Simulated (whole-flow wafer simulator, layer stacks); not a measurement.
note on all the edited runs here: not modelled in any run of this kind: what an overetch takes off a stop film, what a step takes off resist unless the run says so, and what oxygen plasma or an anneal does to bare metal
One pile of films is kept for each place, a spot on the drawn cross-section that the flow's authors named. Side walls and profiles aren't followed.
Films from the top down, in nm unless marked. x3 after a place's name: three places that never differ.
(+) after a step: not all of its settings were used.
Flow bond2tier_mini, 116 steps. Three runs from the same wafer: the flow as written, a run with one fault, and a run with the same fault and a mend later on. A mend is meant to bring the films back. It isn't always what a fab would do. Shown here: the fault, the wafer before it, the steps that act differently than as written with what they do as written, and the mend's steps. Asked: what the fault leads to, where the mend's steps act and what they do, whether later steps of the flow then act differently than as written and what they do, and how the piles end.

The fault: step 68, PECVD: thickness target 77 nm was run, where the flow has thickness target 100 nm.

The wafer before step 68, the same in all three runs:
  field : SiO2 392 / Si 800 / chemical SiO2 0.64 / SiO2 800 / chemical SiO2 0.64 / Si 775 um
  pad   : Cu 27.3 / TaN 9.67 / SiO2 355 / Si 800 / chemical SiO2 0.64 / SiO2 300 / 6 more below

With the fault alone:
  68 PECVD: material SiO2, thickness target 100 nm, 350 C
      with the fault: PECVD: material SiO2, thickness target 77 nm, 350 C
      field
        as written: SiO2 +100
        with the fault: SiO2 +77
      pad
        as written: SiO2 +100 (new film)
        with the fault: SiO2 +77 (new film)
  Later steps of the flow that act differently than as written (1 more step differs only slightly, by at most 2% or 0.5 nm, whichever is larger, and isn't shown):
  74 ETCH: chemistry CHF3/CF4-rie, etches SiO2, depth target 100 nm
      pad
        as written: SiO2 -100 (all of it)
        with the fault: SiO2 -77 (all of it), Cu -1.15
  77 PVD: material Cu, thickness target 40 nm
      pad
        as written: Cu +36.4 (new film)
        with the fault: Cu +37.2 (new film)
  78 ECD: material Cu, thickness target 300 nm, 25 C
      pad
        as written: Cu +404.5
        with the fault: Cu +381.6
  At the end the piles differ from the flow's by more than 2% or 0.5 nm, whichever is larger, at field, pad.
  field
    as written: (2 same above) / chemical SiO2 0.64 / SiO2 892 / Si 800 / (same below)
    with the fault: (2 same above) / chemical SiO2 0.64 / SiO2 869 / Si 800 / (same below)
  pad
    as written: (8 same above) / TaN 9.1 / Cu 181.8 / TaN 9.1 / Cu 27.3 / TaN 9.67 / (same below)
    with the fault: (8 same above) / TaN 9.1 / Cu 159.7 / TaN 9.34 / Cu 26.2 / TaN 9.67 / (same below)

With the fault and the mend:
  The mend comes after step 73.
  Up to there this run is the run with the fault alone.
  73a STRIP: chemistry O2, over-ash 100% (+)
      field
        KrF resist -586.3 (all of it)
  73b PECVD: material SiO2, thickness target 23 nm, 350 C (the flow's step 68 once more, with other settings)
      field, pad
        SiO2 +23
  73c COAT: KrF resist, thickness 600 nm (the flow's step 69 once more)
      field, pad
        KrF resist +600 (new film)
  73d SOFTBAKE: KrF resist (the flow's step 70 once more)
      changes no film at any place that is followed
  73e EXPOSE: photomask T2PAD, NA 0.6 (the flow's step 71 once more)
      changes no film at any place that is followed
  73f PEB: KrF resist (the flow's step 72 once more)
      changes no film at any place that is followed
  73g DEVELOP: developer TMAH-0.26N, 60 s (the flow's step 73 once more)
      field
        KrF resist -13.7
      pad
        KrF resist -600 (all of it)
  No later step of the flow acts differently than as written at any place that is followed.
  At the end the piles are the same as the flow's at every place that both follow.
